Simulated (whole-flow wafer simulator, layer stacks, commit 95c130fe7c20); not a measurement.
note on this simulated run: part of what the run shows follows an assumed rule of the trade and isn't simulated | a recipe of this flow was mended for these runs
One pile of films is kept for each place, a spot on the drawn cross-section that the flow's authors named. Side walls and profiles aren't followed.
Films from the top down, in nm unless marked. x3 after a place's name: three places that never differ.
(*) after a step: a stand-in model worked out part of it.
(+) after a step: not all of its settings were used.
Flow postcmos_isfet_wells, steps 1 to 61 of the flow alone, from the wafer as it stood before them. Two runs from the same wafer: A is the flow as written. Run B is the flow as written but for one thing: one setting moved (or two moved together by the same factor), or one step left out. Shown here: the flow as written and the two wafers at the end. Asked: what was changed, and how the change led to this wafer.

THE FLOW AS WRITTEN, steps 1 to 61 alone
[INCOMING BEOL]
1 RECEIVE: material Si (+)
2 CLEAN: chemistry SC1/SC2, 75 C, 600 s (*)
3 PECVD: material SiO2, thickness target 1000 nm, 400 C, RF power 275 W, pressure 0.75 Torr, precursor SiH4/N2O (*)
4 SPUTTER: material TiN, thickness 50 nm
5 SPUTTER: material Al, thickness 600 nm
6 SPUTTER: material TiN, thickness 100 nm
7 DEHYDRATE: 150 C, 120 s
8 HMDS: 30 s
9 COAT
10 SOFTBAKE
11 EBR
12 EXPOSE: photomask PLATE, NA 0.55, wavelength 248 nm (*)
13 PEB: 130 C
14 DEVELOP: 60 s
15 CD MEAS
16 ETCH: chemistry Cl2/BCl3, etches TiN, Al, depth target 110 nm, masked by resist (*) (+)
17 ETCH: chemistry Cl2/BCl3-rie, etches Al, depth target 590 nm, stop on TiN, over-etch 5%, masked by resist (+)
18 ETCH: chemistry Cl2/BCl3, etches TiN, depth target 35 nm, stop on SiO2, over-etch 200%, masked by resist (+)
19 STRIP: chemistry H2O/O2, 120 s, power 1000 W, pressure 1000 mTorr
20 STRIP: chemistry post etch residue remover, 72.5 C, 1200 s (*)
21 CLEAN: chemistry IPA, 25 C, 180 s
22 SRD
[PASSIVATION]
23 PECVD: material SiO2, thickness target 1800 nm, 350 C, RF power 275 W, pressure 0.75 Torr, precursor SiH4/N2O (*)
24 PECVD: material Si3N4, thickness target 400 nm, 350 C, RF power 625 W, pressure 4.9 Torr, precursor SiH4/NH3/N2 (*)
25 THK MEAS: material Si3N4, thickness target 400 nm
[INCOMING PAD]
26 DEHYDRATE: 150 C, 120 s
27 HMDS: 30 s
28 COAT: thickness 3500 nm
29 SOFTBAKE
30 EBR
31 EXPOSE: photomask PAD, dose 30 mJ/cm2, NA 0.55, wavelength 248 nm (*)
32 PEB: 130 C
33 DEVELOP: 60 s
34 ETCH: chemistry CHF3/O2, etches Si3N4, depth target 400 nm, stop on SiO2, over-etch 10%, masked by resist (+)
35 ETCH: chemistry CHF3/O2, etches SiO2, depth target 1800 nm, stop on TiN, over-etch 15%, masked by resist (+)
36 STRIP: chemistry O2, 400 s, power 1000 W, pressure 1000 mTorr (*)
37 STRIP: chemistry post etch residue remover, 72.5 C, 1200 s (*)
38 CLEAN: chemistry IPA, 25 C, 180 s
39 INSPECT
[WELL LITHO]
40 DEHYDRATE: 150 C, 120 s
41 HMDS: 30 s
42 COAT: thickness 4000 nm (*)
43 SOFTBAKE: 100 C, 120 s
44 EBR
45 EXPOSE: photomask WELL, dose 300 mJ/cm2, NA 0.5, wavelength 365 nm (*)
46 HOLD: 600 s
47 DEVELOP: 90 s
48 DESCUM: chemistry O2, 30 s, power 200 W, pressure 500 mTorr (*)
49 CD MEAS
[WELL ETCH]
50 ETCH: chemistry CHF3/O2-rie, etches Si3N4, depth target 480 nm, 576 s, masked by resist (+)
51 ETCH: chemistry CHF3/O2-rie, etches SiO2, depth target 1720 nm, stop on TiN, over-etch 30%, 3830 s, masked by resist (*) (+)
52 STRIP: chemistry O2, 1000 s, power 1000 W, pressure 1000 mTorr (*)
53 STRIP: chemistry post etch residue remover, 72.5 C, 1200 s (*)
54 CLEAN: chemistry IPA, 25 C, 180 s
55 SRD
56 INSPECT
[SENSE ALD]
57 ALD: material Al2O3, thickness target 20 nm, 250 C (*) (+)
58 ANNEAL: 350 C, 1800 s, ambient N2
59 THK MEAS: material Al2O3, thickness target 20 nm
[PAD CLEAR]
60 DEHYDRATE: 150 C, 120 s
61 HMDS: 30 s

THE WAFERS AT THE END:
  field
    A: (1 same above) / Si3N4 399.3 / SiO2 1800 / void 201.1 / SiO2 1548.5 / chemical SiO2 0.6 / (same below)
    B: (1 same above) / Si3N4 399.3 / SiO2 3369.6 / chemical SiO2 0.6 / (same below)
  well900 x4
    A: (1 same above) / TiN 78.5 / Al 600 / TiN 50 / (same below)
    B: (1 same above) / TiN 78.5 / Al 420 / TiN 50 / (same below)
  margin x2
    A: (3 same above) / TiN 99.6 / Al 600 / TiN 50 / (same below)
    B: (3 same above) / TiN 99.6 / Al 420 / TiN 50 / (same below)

The cause: step 5, SPUTTER: thickness 420 nm was run, where the flow has thickness 600 nm.
It can be read off the wafer: well900 x4 has Al 420, and step 5 as written asks for 600 nm.

How the change led to this, step by step:
  5 SPUTTER: material Al, thickness 600 nm
      field, margin x2, well900 x4, pad_clr, pad_open: A Al +600 (new film) | B Al +420 (new film)
  17 ETCH: chemistry Cl2/BCl3-rie, etches Al, depth target 590 nm, stop on TiN, over-etch 5%, masked by resist (+)
      field: A Al -590 (all of it), TiN -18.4 | B Al -410 (all of it), TiN -50 (all of it), SiO2 -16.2
      margin x2, well900 x4, pad_clr, pad_open: A thick-KrF-resist -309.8 | B thick-KrF-resist -215.2
  18 ETCH: chemistry Cl2/BCl3, etches TiN, depth target 35 nm, stop on SiO2, over-etch 200%, masked by resist (+)
      field: A TiN -31.6 (all of it), SiO2 -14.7 | B SiO2 -7
      margin x2, well900 x4, pad_clr, pad_open: A thick-KrF-resist -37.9 | B thick-KrF-resist -42
  19 STRIP: chemistry H2O/O2, 120 s, power 1000 W, pressure 1000 mTorr
      margin x2, well900 x4, pad_clr, pad_open: A thick-KrF-resist -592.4 (all of it) | B thick-KrF-resist -682.7 (all of it)
  23 PECVD: material SiO2, thickness target 1800 nm, 350 C, RF power 275 W, pressure 0.75 Torr, precursor SiH4/N2O (*)
      field: A SiO2 +1800 (new film), void +201.1 (new film), SiO2 +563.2 | B SiO2 +2392.8
